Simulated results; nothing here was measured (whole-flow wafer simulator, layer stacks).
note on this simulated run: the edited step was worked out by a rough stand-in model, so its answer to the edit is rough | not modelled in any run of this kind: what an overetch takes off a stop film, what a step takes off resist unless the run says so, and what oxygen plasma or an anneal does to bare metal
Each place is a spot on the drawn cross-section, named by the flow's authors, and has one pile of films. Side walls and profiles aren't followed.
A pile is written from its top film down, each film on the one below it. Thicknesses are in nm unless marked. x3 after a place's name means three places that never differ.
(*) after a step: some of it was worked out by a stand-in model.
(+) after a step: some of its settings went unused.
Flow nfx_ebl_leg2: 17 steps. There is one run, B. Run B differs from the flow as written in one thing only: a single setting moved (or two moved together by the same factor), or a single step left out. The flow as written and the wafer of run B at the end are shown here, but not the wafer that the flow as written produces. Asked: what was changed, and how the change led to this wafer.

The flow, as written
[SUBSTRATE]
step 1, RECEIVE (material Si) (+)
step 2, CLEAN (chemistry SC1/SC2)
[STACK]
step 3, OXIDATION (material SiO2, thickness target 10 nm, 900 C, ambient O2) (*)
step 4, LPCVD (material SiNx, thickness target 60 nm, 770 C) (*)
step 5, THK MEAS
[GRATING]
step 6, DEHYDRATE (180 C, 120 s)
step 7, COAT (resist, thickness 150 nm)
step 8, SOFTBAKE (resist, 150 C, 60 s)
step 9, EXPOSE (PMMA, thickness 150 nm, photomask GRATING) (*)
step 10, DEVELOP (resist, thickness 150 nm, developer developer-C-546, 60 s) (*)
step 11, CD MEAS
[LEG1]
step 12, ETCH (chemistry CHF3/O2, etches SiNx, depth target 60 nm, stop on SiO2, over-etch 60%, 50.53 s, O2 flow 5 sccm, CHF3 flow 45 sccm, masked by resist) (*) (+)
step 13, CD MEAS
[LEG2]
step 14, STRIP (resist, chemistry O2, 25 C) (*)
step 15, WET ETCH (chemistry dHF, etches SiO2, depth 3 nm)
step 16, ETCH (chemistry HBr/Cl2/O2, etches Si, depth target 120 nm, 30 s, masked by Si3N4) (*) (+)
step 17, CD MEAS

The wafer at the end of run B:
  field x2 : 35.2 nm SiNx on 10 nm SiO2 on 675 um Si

The reason: step 4, LPCVD: thickness target 42 nm was run, whereas the flow has thickness target 60 nm.

Step by step, how the change led to this:
  step 4, LPCVD (material SiNx, thickness target 60 nm, 770 C) (*)
      field x2, pad x2: +42 SiNx (new film) (as written it would have been: +60 SiNx (new film))
  step 12, ETCH (chemistry CHF3/O2, etches SiNx, depth target 60 nm, stop on SiO2, over-etch 60%, 50.53 s, O2 flow 5 sccm, CHF3 flow 45 sccm, masked by resist) (*) (+)
      pad x2: -42 SiNx (all of it), -10 SiO2 (all of it) (as written it would have been: -60 SiNx (all of it), -10 SiO2 (all of it))
